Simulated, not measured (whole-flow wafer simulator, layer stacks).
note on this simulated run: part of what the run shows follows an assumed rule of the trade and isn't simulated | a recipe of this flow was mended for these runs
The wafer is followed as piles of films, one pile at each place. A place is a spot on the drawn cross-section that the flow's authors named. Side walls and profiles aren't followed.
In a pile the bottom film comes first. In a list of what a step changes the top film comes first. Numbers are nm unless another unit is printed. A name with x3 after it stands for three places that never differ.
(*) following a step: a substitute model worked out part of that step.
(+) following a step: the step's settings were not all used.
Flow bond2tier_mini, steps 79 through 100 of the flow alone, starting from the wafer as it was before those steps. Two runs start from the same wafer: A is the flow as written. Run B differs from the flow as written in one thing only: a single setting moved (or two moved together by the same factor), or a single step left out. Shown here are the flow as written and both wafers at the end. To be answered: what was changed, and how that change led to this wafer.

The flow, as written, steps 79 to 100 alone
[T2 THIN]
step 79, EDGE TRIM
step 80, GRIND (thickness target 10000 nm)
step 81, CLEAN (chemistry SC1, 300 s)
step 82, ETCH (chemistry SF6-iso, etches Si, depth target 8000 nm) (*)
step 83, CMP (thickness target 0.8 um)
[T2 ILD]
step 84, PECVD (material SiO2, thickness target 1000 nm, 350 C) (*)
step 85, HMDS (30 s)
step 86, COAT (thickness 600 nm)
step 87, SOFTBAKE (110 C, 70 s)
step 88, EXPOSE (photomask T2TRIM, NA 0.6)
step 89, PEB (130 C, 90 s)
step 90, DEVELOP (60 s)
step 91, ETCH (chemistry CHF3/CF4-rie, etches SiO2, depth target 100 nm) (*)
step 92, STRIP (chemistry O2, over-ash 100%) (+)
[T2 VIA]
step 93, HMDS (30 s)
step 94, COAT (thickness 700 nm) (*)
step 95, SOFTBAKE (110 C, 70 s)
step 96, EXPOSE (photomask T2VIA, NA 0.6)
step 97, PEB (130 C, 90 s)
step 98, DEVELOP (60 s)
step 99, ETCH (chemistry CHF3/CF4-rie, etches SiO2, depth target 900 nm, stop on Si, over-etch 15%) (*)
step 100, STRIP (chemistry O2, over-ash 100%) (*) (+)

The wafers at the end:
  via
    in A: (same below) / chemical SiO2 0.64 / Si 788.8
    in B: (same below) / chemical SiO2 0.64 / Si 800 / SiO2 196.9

The reason: step 99, ETCH: depth target 611.4 nm was run, though the flow has depth target 900 nm.

How this came from the change, step by step:
  step 99, ETCH (chemistry CHF3/CF4-rie, etches SiO2, depth target 900 nm, stop on Si, over-etch 15%) (*)
      via: A SiO2 loses 900 (all of it), Si loses 11.2 | B SiO2 loses 703.1
      field, pad: A thick-KrF-resist loses 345 | B thick-KrF-resist loses 234.4
  step 100, STRIP (chemistry O2, over-ash 100%) (*) (+)
      field: A thick-KrF-resist loses 286.6 (all of it) | B thick-KrF-resist loses 397.2 (all of it)
      pad: A thick-KrF-resist loses 372.9 (all of it) | B thick-KrF-resist loses 483.6 (all of it)
